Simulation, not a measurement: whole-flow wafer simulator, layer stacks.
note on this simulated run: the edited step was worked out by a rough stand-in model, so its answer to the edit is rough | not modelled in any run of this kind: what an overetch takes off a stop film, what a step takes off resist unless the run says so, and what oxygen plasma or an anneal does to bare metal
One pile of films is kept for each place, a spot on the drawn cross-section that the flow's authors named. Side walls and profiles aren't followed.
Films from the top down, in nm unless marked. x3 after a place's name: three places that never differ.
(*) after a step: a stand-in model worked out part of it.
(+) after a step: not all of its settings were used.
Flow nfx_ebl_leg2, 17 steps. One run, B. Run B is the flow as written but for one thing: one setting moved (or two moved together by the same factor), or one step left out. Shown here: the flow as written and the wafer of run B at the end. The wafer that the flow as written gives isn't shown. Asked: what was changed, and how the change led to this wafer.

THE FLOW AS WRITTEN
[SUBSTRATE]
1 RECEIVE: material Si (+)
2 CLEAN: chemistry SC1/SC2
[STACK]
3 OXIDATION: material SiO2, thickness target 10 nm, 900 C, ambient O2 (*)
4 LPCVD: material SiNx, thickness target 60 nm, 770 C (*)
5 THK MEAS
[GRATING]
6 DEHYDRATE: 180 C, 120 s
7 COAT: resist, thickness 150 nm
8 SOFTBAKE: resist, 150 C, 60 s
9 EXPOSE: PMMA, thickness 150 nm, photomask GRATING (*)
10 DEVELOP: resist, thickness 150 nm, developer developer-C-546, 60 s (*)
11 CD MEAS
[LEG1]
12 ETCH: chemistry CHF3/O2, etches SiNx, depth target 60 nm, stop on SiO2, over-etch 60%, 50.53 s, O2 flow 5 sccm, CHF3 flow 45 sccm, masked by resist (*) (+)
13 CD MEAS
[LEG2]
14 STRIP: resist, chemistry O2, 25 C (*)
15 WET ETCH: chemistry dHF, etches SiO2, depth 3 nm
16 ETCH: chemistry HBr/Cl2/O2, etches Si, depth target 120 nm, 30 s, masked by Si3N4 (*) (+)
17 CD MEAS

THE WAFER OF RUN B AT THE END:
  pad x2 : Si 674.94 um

The cause: step 16, ETCH: depth target 51 nm was run, where the flow has depth target 120 nm.

How the change led to this, step by step:
  16 ETCH: chemistry HBr/Cl2/O2, etches Si, depth target 120 nm, 30 s, masked by Si3N4 (*) (+)
      pad x2: Si -51 (as written it would be: Si -120)
